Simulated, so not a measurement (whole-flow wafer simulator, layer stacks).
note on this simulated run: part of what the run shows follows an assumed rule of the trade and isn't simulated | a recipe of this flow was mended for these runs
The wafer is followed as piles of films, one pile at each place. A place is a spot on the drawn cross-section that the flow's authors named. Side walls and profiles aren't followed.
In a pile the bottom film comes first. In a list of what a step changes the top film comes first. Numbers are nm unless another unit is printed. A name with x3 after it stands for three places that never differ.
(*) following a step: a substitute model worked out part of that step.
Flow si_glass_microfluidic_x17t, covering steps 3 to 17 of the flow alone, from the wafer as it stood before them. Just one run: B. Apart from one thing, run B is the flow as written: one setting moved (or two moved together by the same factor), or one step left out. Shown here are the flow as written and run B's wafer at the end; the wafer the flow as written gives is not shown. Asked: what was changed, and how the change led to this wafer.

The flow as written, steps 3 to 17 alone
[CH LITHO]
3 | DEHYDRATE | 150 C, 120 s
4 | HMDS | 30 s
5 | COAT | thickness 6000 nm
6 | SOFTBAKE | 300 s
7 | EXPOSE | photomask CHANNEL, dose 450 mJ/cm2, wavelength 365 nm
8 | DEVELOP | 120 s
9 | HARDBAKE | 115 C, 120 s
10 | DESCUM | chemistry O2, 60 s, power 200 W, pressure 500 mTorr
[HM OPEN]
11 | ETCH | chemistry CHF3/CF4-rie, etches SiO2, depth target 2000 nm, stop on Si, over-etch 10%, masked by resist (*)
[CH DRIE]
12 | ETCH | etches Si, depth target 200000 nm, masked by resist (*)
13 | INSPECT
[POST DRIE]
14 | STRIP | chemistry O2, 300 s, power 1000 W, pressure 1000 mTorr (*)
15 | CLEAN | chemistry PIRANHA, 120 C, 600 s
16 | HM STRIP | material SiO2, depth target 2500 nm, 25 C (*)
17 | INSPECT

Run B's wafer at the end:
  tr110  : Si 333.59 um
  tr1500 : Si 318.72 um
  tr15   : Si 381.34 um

Cause: step 11, ETCH: depth target 1760 nm was run, whereas the flow has depth target 2000 nm.

Step by step, how the change led to this:
  11 | ETCH | chemistry CHF3/CF4-rie, etches SiO2, depth target 2000 nm, stop on Si, over-etch 10%, masked by resist (*)
      tr110, tr1500, tr15: -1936 SiO2 (it would be, as written: -2000 SiO2 (all of it), -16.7 Si)
      land: -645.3 thick-i-line-resist (it would be, as written: -733.3 thick-i-line-resist)
  12 | ETCH | etches Si, depth target 200000 nm, masked by resist (*)
      tr110: -64 SiO2 (all of it), -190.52 um Si (it would be, as written: -200.12 um Si)
      tr1500: -64 SiO2 (all of it), -205.39 um Si (it would be, as written: -215.73 um Si)
      (as well as at 1 more place)
  14 | STRIP | chemistry O2, 300 s, power 1000 W, pressure 1000 mTorr (*)
      land: -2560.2 thick-i-line-resist (all of it) (it would be, as written: -2472.3 thick-i-line-resist (all of it))
